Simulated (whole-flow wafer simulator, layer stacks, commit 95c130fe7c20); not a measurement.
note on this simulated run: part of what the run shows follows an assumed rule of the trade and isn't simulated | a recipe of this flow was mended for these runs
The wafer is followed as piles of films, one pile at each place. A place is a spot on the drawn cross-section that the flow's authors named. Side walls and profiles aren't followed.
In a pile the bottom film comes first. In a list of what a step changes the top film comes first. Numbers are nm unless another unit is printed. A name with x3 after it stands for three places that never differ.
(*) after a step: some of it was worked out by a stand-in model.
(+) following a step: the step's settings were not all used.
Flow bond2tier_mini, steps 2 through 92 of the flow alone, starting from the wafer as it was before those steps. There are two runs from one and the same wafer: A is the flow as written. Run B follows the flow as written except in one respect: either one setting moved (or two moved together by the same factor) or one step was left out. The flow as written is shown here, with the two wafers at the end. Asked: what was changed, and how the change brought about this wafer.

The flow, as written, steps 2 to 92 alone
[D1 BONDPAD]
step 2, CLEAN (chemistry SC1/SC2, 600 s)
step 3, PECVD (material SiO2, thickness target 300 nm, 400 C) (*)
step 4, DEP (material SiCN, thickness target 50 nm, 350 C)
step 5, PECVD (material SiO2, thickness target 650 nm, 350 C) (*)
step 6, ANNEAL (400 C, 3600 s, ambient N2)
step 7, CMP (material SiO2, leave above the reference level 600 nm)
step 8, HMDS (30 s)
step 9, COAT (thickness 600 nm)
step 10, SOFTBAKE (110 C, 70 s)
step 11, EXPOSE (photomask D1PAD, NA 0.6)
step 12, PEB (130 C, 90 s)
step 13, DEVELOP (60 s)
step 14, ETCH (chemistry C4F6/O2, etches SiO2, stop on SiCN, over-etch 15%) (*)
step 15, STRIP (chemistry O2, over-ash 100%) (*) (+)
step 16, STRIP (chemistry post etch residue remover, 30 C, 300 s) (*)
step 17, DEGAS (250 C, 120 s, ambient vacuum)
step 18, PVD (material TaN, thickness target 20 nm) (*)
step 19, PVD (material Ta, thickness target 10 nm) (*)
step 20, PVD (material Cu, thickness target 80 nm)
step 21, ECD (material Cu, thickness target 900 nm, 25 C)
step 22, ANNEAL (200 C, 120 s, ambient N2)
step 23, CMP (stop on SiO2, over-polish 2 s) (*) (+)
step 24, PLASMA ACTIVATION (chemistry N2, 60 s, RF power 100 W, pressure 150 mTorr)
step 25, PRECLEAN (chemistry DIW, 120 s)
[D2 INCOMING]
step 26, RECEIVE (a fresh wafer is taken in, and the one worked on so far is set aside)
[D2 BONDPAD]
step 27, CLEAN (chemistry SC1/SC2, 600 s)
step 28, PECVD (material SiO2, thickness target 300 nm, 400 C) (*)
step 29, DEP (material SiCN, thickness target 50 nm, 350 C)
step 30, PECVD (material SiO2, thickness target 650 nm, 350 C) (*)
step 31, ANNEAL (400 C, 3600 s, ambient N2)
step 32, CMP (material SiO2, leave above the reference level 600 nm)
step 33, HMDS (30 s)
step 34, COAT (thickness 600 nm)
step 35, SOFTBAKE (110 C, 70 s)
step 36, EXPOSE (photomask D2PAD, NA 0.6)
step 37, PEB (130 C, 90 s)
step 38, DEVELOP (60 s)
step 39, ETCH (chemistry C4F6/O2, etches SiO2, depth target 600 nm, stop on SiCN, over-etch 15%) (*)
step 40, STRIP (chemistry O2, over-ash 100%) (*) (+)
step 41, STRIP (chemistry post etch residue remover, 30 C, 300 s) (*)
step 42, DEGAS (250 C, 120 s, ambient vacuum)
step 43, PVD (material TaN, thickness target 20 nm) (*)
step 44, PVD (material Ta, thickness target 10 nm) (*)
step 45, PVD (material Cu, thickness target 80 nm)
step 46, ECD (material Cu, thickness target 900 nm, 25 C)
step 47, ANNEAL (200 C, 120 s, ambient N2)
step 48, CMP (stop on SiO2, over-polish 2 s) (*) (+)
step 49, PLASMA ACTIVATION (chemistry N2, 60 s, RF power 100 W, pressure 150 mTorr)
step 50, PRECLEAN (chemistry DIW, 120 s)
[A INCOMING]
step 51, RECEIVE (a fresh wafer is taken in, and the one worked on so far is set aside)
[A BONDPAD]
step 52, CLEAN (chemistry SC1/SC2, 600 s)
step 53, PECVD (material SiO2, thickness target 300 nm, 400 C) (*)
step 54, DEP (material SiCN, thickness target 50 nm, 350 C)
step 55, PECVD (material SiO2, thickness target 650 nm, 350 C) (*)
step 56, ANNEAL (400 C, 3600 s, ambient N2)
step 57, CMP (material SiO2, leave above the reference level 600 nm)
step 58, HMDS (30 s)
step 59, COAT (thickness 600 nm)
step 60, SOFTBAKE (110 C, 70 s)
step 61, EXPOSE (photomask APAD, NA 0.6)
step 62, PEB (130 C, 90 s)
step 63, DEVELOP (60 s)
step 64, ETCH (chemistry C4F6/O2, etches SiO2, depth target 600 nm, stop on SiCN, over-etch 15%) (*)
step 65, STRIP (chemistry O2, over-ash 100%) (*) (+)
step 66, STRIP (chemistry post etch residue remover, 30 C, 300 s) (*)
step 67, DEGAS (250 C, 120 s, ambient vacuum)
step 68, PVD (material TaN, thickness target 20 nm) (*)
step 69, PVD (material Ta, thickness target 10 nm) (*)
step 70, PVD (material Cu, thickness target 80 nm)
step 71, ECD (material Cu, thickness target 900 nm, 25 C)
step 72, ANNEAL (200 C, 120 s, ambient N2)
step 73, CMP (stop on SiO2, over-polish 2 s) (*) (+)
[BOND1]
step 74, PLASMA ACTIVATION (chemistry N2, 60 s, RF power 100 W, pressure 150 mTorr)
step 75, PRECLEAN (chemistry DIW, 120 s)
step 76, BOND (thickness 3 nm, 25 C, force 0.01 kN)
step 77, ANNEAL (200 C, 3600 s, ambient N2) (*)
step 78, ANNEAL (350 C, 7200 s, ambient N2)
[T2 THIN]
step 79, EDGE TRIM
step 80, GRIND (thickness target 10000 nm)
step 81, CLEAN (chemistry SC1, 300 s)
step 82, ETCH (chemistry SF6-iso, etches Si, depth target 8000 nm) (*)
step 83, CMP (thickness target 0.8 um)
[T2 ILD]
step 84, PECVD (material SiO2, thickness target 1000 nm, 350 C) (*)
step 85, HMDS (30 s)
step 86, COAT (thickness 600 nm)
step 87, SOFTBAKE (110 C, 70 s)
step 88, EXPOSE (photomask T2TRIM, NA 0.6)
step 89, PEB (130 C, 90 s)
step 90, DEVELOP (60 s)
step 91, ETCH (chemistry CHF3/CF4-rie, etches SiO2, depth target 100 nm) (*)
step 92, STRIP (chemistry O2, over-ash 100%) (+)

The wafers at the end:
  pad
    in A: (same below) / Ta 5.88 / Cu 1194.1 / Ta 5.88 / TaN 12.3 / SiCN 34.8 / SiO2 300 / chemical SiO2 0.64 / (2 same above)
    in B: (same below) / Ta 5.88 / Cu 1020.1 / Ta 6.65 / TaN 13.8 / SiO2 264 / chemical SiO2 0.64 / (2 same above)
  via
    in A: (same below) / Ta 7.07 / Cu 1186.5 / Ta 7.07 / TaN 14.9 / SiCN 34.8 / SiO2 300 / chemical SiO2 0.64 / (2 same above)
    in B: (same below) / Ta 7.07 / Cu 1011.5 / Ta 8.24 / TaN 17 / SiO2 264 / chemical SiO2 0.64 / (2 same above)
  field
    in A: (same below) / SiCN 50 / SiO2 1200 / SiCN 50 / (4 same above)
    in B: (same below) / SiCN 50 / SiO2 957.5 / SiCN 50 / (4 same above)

What caused this: step 5, PECVD: thickness target 357.5 nm was run, while the flow as written has thickness target 650 nm.

How this came from the change, step by step:
  step 5, PECVD (material SiO2, thickness target 650 nm, 350 C) (*)
      field, pad, via: A SiO2 gains 650 (new film) | B SiO2 gains 357.5 (new film)
  step 7, CMP (material SiO2, leave above the reference level 600 nm)
      field, pad, via: A SiO2 loses 50 | B nothing
  step 14, ETCH (chemistry C4F6/O2, etches SiO2, stop on SiCN, over-etch 15%) (*)
      pad, via: A SiO2 loses 600 (all of it), SiCN loses 15.2 | B SiO2 loses 357.5 (all of it), SiCN loses 50 (all of it), SiO2 loses 36
      field: A thick-KrF-resist loses 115 | B thick-KrF-resist loses 68.5
  step 15, STRIP (chemistry O2, over-ash 100%) (*) (+)
      field: A thick-KrF-resist loses 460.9 (all of it) | B thick-KrF-resist loses 507.4 (all of it)
  step 18, PVD (material TaN, thickness target 20 nm) (*)
      pad: A TaN gains 12.3 (new film) | B TaN gains 13.8 (new film)
      via: A TaN gains 14.9 (new film) | B TaN gains 17 (new film)
  step 19, PVD (material Ta, thickness target 10 nm) (*)
      pad: A Ta gains 5.88 (new film) | B Ta gains 6.65 (new film)
      via: A Ta gains 7.07 (new film) | B Ta gains 8.24 (new film)
  step 20, PVD (material Cu, thickness target 80 nm)
      pad: A Cu gains 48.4 (new film) | B Cu gains 54.4 (new film)
      via: A Cu gains 59 (new film) | B Cu gains 67.7 (new film)
  step 21, ECD (material Cu, thickness target 900 nm, 25 C)
      pad: A Cu gains 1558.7 | B Cu gains 1378.7
      via: A Cu gains 1544.3 | B Cu gains 1360.6
  step 76, BOND (thickness 3 nm, 25 C, force 0.01 kN)
      pad: A Si gains 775 um (new film), chemical SiO2 gains 0.64 (new film), SiO2 gains 300 (new film), SiCN gains 34.8 (new film), TaN gains 12.3 (new film), Ta gains 5.88 (new film), Cu gains 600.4 | B Si gains 775 um (new film), chemical SiO2 gains 0.64 (new film), SiO2 gains 264 (new film), TaN gains 13.8 (new film), Ta gains 6.65 (new film), Cu gains 426.4
      via: A Si gains 775 um (new film), chemical SiO2 gains 0.64 (new film), SiO2 gains 300 (new film), SiCN gains 34.8 (new film), TaN gains 14.9 (new film), Ta gains 7.07 (new film), Cu gains 596.6 | B Si gains 775 um (new film), chemical SiO2 gains 0.64 (new film), SiO2 gains 264 (new film), TaN gains 17 (new film), Ta gains 8.24 (new film), Cu gains 421.6
      (as well as at 1 more place)
